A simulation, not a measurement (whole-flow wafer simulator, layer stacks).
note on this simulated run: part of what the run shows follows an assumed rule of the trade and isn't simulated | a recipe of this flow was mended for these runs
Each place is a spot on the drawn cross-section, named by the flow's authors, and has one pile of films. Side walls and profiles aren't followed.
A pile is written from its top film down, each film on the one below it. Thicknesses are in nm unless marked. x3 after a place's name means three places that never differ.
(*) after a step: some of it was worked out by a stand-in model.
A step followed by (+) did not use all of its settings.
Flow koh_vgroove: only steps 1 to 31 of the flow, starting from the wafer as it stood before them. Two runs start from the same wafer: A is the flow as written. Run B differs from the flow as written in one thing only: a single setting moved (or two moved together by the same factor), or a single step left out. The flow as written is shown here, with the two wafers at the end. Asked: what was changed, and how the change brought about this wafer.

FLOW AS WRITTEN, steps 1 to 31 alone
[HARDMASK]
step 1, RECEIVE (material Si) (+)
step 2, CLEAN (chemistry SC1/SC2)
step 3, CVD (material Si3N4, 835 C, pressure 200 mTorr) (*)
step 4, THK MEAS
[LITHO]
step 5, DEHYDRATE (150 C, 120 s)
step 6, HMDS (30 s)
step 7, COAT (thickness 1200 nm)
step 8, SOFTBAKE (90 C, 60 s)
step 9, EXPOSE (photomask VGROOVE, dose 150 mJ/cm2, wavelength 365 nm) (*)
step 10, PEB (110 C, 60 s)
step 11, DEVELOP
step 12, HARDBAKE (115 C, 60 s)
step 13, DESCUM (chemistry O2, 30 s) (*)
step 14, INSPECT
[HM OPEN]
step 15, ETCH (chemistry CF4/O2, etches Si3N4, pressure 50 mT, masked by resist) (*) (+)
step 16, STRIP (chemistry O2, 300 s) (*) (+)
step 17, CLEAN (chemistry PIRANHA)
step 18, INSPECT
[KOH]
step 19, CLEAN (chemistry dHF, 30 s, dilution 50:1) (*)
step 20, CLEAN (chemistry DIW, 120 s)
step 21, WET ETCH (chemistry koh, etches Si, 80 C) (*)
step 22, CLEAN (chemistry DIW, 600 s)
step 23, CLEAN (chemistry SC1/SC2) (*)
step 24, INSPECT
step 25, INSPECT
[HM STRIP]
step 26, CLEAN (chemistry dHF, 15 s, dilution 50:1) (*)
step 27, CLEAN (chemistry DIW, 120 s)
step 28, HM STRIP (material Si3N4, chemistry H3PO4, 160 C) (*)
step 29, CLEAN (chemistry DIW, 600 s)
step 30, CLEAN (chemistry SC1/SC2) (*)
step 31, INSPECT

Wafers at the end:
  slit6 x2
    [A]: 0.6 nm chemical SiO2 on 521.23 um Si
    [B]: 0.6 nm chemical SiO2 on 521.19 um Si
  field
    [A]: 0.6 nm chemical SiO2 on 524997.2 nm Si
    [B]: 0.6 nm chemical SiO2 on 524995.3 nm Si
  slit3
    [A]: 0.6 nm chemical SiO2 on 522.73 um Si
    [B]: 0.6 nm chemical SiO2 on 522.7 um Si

What caused this: step 3, CVD: 815 C was run, though the flow has 835 C.

Step by step, how the change led to this:
  step 3, CVD (material Si3N4, 835 C, pressure 200 mTorr) (*)
      field, slit3, slit2, slit6 x2: A Si3N4 gains 200 (new film) | B Si3N4 gains 161.1 (new film)
  step 15, ETCH (chemistry CF4/O2, etches Si3N4, pressure 50 mT, masked by resist) (*) (+)
      slit3, slit2, slit6 x2: A Si3N4 loses 200 (all of it), chemical SiO2 loses 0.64 (all of it), Si loses 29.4 | B Si3N4 loses 161.1 (all of it), chemical SiO2 loses 0.64 (all of it), Si loses 68.2
  step 28, HM STRIP (material Si3N4, chemistry H3PO4, 160 C) (*)
      field: A Si3N4 loses 198.7 (all of it), chemical SiO2 loses 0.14, Si loses 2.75 | B Si3N4 loses 159.9 (all of it), chemical SiO2 loses 0.14, Si loses 4.69
